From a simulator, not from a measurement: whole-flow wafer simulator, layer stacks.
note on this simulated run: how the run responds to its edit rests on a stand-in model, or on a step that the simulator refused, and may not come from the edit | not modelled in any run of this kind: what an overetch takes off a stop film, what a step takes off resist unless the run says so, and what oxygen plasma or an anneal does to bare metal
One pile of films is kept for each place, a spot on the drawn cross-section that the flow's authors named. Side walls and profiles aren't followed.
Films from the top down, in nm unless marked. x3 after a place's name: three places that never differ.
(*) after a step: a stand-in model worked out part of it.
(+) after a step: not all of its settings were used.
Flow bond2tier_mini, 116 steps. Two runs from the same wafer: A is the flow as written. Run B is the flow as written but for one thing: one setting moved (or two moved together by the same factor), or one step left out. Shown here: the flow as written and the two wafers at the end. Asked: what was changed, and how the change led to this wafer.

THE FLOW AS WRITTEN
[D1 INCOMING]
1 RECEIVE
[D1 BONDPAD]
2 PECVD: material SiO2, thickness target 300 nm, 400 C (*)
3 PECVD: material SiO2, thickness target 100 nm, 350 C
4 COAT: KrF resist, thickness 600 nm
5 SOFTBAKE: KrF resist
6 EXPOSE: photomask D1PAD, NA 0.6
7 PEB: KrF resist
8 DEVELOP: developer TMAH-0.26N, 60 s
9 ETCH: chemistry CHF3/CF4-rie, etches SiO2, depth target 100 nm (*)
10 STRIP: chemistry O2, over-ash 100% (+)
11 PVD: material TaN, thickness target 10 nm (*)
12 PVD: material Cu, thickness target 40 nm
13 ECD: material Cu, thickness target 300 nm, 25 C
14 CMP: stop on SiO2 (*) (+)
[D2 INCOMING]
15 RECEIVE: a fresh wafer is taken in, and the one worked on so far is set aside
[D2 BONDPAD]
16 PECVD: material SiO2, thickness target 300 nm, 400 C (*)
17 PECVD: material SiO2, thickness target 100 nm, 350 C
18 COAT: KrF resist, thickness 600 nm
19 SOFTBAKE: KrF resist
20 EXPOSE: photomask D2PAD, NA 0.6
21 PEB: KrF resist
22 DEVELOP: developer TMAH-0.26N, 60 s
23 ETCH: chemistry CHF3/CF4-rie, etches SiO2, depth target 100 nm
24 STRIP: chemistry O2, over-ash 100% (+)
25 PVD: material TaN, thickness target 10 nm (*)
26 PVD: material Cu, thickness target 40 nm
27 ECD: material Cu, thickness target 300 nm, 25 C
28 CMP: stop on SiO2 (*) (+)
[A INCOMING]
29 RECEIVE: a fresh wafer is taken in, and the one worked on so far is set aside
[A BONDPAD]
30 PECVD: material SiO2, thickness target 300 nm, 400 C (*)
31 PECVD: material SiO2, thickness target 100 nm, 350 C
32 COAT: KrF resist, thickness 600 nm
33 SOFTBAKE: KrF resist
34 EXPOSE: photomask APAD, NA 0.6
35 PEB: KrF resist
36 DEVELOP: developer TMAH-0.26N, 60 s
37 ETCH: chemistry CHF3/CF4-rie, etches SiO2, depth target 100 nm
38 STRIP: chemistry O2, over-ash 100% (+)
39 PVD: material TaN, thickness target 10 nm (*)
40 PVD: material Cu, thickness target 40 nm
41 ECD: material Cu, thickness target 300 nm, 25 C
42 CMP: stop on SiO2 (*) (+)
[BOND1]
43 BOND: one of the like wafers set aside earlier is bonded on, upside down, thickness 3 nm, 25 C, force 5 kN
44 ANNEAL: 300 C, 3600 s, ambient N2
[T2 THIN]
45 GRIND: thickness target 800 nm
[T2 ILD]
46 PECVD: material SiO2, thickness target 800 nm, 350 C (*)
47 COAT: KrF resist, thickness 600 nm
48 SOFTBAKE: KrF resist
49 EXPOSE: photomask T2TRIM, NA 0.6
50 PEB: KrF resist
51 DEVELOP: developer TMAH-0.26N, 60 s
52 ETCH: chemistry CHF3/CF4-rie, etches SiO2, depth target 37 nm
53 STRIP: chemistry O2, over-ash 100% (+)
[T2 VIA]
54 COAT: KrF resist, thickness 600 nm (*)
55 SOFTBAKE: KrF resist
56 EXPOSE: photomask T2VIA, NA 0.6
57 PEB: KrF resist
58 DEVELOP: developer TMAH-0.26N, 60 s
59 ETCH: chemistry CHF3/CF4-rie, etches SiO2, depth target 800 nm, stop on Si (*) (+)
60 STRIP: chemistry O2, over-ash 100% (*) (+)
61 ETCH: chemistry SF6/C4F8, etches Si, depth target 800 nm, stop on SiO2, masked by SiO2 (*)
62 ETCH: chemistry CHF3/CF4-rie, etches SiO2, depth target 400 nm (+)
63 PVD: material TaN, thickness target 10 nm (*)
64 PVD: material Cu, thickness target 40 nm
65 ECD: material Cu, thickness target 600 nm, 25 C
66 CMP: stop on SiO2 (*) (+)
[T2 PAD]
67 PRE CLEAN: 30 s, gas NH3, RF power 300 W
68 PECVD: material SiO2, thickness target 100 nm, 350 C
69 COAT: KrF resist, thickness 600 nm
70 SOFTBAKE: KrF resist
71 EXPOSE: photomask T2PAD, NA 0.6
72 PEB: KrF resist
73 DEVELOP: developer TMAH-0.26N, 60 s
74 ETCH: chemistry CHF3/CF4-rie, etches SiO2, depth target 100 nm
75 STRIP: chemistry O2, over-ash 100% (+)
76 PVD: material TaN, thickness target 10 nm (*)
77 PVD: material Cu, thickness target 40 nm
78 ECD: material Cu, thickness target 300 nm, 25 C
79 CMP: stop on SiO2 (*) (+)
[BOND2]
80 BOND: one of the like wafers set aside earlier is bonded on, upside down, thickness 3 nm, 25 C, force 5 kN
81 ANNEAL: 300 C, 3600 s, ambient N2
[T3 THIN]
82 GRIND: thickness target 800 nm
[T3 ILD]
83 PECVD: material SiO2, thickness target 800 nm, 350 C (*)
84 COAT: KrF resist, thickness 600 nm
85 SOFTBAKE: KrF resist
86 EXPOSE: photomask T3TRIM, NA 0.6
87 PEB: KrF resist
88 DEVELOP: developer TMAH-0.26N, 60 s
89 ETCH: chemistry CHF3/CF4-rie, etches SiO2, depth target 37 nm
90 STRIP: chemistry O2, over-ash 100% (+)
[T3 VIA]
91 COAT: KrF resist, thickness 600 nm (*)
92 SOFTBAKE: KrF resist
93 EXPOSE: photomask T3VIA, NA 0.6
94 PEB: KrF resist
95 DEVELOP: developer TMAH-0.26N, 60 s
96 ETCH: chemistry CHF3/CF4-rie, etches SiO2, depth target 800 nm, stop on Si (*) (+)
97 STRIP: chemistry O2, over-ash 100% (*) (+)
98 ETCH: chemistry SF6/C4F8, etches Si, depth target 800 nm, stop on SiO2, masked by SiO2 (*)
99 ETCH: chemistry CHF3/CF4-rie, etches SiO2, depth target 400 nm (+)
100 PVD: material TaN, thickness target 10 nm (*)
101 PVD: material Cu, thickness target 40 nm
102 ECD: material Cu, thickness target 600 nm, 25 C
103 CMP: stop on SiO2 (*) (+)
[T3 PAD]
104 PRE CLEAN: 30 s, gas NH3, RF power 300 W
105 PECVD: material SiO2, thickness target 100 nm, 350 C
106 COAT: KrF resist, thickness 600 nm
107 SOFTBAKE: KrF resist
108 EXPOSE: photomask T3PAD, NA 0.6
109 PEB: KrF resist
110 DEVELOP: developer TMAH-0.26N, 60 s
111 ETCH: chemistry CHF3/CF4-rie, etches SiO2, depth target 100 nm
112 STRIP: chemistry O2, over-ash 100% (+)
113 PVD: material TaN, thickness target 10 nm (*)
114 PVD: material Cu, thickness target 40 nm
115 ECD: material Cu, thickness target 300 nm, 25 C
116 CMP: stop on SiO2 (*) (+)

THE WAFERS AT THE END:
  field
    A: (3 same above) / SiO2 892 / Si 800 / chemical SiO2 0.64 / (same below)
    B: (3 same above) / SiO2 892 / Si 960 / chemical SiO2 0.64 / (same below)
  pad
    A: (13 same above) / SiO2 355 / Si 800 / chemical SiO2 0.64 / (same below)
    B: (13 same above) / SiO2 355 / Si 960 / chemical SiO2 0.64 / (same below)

The cause: step 45, GRIND: thickness target 960 nm was run, where the flow has thickness target 800 nm.
It can be read off the wafer: field has Si 960, and step 45 as written asks for 800 nm.

How the change led to this, step by step:
  45 GRIND: thickness target 800 nm
      field, pad, via: A Si -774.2 um | B Si -774.04 um
